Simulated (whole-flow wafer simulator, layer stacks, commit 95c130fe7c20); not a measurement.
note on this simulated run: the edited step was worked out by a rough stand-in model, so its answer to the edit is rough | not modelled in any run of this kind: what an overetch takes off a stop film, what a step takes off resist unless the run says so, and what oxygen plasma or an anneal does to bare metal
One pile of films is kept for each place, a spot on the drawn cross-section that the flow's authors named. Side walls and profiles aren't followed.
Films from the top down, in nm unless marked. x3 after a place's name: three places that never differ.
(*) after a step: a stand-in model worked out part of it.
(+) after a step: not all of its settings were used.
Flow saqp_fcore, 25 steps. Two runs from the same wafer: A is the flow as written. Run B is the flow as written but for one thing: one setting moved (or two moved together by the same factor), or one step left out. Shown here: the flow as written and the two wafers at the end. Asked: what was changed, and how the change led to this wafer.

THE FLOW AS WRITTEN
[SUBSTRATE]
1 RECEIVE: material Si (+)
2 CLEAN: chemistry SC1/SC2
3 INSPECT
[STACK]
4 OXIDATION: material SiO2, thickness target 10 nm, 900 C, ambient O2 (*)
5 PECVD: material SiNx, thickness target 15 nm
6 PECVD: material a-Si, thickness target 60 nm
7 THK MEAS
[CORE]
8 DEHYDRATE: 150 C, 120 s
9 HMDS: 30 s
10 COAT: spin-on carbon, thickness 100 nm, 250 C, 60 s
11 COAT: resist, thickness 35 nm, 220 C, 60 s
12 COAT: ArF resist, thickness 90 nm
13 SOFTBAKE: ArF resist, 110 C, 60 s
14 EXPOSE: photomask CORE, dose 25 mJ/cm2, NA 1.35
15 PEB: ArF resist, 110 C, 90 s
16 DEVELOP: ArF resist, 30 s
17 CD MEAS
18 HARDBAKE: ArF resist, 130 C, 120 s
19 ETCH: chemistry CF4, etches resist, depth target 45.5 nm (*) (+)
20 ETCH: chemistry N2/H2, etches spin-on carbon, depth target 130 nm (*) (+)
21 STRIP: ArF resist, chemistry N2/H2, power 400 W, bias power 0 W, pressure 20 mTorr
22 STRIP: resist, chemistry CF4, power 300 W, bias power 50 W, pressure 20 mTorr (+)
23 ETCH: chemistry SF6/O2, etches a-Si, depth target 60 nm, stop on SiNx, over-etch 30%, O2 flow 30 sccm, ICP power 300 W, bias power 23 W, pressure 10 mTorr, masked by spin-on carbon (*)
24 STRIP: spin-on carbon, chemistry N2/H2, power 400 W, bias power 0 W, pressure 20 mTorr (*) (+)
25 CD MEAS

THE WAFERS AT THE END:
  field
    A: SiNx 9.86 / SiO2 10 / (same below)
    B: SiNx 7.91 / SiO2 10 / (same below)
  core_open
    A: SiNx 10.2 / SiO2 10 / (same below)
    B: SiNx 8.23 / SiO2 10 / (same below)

The cause: step 23, ETCH: depth target 72 nm was run, where the flow has depth target 60 nm.

How the change led to this, step by step:
  23 ETCH: chemistry SF6/O2, etches a-Si, depth target 60 nm, stop on SiNx, over-etch 30%, O2 flow 30 sccm, ICP power 300 W, bias power 23 W, pressure 10 mTorr, masked by spin-on carbon (*)
      field: A a-Si -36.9 (all of it), SiNx -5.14 | B a-Si -36.9 (all of it), SiNx -7.09
      core_open: A a-Si -39.4 (all of it), SiNx -4.82 | B a-Si -39.4 (all of it), SiNx -6.77
